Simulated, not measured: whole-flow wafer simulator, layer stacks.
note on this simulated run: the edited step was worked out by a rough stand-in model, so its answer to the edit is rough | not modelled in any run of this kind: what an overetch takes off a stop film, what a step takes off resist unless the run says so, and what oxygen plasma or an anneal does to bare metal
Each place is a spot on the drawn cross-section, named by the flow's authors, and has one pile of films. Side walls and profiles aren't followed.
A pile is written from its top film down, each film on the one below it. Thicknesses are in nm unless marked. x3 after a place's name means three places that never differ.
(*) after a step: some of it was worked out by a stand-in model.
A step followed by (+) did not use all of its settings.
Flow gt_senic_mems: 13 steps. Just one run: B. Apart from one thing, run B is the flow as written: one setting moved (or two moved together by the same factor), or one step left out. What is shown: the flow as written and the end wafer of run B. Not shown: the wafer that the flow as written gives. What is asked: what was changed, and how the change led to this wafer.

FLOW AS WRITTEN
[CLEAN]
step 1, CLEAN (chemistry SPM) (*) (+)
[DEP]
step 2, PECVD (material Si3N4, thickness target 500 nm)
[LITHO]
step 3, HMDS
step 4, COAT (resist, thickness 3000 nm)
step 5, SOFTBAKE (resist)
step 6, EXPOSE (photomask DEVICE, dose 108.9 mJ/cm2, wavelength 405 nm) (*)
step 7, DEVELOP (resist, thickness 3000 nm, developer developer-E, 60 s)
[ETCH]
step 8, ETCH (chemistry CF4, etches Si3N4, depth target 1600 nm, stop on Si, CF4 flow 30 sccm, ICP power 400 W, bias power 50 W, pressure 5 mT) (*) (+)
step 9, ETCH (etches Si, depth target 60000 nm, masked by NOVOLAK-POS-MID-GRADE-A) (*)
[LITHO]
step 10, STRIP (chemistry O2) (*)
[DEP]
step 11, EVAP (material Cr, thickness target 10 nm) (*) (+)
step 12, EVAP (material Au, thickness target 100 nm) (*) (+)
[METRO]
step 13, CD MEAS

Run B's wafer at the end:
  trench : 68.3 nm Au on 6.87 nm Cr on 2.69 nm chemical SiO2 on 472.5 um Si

What caused this: step 9, ETCH: depth target 52500 nm was run, while the flow as written has depth target 60000 nm.

Step by step, how the change led to this:
  step 9, ETCH (etches Si, depth target 60000 nm, masked by NOVOLAK-POS-MID-GRADE-A) (*)
      field: -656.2 resist (in the flow as written it would be: -750 resist)
      trench: -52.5 um Si (in the flow as written it would be: -60 um Si)
  step 10, STRIP (chemistry O2) (*)
      field: -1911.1 resist (all of it) (in the flow as written it would be: -1817.3 resist (all of it))
  step 12, EVAP (material Au, thickness target 100 nm) (*) (+)
      trench: +68.3 Au (new film) (in the flow as written it would be: +64.1 Au (new film))
